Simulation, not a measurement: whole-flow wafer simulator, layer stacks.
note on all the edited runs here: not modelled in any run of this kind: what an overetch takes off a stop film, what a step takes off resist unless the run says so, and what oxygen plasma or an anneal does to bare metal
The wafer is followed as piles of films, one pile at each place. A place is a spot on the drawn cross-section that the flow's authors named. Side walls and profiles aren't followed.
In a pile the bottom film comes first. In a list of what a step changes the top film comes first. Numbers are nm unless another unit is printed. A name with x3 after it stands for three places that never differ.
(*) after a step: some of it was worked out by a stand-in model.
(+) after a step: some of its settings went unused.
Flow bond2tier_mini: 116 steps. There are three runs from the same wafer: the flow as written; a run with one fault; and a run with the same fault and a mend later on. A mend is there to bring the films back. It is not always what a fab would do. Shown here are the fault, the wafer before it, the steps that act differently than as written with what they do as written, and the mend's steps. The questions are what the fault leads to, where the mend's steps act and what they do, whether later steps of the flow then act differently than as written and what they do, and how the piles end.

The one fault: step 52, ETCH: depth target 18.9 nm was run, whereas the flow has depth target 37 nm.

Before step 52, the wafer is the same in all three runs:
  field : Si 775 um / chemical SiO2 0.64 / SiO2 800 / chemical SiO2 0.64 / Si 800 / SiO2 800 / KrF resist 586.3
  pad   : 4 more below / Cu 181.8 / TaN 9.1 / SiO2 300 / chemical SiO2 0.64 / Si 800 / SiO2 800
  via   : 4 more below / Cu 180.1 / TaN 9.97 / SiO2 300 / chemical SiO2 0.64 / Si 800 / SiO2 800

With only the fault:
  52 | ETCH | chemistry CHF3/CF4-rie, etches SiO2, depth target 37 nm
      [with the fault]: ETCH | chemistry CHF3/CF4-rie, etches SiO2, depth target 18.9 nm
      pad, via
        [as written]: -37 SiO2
        [with the fault]: -18.9 SiO2
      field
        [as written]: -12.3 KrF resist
        [with the fault]: -6.3 KrF resist
  Steps further on in the flow that do not act as written (5 more steps, not shown, differ only slightly: by at most 2% or 0.5 nm, whichever is larger):
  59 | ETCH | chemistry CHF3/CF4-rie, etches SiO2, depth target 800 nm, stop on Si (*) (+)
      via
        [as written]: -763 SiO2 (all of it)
        [with the fault]: -781.1 SiO2 (all of it)
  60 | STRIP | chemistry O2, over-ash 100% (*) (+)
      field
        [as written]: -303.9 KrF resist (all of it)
        [with the fault]: -311.6 KrF resist (all of it)
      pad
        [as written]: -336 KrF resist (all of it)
        [with the fault]: -328 KrF resist (all of it)
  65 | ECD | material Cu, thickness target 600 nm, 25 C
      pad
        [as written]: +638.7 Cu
        [with the fault]: +619.7 Cu
  At pad, the piles at the end differ from the flow's by more than 2% or 0.5 nm, whichever is larger.
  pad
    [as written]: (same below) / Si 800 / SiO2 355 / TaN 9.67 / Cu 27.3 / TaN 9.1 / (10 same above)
    [with the fault]: (same below) / Si 800 / SiO2 373.1 / TaN 9.84 / Cu 9.06 / TaN 9.1 / (10 same above)

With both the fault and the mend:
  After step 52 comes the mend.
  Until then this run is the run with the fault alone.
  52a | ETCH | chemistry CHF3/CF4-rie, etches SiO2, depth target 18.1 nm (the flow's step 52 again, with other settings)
      pad, via
        -18.1 SiO2
      field
        -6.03 KrF resist
  Later steps of the flow that are run all act as written at every place that is followed.
  At every place that both follow, the piles at the end match the flow's.
